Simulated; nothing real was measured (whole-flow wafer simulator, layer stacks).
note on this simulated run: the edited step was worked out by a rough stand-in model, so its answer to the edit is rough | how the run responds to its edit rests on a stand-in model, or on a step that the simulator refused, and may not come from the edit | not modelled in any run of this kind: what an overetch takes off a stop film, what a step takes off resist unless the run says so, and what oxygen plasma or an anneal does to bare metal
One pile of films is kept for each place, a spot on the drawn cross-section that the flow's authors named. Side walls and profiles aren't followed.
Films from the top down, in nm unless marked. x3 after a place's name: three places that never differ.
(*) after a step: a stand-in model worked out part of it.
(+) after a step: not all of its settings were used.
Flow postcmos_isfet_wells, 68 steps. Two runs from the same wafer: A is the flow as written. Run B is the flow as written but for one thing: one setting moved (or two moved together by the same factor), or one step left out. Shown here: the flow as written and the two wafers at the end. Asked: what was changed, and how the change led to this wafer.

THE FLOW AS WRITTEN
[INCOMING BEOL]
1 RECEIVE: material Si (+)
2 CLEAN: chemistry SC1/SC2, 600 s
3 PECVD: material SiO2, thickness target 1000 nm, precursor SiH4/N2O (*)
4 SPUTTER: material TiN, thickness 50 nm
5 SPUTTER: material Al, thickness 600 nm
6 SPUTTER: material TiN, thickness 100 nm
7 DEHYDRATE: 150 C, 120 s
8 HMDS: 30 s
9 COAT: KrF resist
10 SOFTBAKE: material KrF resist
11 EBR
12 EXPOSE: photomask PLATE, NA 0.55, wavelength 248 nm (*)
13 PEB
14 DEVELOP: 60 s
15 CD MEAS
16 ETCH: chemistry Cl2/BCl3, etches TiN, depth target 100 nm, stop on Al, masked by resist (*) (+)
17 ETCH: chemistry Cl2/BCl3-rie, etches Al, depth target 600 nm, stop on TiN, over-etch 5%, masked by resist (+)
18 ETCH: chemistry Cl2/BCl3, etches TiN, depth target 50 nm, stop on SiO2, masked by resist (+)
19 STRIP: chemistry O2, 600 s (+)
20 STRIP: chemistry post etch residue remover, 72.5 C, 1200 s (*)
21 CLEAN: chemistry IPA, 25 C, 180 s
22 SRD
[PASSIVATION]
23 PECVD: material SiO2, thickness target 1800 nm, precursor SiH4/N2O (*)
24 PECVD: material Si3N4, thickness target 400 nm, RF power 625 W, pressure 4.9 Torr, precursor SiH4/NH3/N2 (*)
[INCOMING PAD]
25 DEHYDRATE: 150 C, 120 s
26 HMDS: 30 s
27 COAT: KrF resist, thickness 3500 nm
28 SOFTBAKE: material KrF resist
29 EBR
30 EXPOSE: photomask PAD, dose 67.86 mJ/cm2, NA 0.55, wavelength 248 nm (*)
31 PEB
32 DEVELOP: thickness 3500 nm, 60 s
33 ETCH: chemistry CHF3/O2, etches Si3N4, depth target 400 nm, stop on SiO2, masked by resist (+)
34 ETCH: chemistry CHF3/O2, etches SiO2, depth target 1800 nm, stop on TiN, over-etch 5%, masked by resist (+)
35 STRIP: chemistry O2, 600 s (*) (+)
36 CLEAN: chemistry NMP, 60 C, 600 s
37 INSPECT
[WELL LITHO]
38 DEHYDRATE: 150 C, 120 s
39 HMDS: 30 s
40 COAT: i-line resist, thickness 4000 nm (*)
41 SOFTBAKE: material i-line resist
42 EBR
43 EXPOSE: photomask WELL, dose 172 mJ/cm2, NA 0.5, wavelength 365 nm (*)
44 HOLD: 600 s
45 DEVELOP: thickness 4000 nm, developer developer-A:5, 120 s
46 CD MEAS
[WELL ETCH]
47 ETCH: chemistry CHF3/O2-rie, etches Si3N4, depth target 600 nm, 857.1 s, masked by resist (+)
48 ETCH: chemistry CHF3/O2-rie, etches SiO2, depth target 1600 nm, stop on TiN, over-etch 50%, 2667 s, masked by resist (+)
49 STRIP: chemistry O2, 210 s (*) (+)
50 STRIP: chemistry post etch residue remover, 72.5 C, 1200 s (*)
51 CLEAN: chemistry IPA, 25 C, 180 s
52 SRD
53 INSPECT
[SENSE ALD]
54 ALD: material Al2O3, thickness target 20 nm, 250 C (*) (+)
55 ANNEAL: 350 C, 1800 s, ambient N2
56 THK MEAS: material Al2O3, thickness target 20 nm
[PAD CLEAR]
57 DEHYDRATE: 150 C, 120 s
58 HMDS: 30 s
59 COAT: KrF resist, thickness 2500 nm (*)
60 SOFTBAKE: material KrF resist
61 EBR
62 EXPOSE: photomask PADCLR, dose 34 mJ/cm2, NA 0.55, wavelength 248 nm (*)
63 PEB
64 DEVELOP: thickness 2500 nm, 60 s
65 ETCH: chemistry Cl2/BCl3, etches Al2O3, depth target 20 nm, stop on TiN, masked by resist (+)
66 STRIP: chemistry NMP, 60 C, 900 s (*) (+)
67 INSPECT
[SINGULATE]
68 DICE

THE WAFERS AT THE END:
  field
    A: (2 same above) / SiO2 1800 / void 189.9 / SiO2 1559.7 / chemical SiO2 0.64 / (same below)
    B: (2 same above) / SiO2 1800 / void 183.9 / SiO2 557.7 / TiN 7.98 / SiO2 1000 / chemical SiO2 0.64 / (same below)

The cause: step 16, ETCH: depth target 87.5 nm was run, where the flow has depth target 100 nm.

How the change led to this, step by step:
  16 ETCH: chemistry Cl2/BCl3, etches TiN, depth target 100 nm, stop on Al, masked by resist (*) (+)
      field: A TiN -100 (all of it) | B TiN -87.5
      margin, well900, well1300 x3, pad_rim, pad_clr, pad_open: A KrF resist -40 | B KrF resist -35
  17 ETCH: chemistry Cl2/BCl3-rie, etches Al, depth target 600 nm, stop on TiN, over-etch 5%, masked by resist (+)
      field: A Al -600 (all of it) | B TiN -12.5 (all of it), Al -580
  18 ETCH: chemistry Cl2/BCl3, etches TiN, depth target 50 nm, stop on SiO2, masked by resist (+)
      field: A TiN -50 (all of it) | B Al -20 (all of it), TiN -41.6
  23 PECVD: material SiO2, thickness target 1800 nm, precursor SiH4/N2O (*)
      field: A SiO2 +1800 (new film), void +189.9 (new film), SiO2 +559.7 | B SiO2 +1800 (new film), void +183.9 (new film), SiO2 +557.7 (new film)
Counting metal films that touch as one body, field has 1 body; the flow as written gives 0 bodies.
